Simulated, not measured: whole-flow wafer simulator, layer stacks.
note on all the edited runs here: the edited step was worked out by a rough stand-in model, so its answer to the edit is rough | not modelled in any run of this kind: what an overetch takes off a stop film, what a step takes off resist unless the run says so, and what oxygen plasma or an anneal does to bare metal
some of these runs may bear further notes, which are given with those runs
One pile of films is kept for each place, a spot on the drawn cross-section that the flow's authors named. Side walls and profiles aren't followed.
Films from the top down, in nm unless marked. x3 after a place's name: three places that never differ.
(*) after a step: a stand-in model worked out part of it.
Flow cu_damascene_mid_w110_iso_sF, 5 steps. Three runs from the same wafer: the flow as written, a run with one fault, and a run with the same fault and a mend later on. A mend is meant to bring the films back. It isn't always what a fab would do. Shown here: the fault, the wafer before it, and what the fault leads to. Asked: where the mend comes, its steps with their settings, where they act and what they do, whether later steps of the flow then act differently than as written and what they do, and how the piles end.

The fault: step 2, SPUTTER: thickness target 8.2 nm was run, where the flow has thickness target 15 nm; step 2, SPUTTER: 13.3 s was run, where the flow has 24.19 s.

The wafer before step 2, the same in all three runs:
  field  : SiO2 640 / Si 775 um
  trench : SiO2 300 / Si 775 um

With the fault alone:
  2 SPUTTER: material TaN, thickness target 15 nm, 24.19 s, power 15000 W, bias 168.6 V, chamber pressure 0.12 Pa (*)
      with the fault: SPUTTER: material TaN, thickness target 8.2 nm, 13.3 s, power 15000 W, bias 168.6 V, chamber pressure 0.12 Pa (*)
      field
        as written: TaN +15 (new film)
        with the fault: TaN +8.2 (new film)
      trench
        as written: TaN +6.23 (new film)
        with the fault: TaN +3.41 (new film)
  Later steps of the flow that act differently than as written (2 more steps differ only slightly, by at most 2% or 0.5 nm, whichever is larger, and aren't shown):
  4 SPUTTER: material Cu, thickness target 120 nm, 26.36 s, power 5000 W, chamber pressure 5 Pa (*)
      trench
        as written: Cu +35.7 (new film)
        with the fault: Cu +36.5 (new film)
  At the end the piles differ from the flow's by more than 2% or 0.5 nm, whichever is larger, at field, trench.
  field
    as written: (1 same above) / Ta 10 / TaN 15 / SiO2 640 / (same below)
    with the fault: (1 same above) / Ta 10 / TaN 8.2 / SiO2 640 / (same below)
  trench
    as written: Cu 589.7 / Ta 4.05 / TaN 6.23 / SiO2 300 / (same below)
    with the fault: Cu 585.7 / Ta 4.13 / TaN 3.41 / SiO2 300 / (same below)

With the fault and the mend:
  The mend comes after step 2.
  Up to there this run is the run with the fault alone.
  2a SPUTTER: material TaN, thickness target 6.8 nm, 10.97 s, power 15000 W, bias 168.6 V, chamber pressure 0.12 Pa (*) (the flow's step 2 once more, with other settings)
      field
        TaN +6.8
      trench
        TaN +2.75
  No later step of the flow acts differently than as written, at any place that is followed, by more than 2% or 0.5 nm, whichever is larger.
  At the end the piles differ from the flow's only slightly at the places that both follow, by at most 2% or 0.5 nm, whichever is larger.
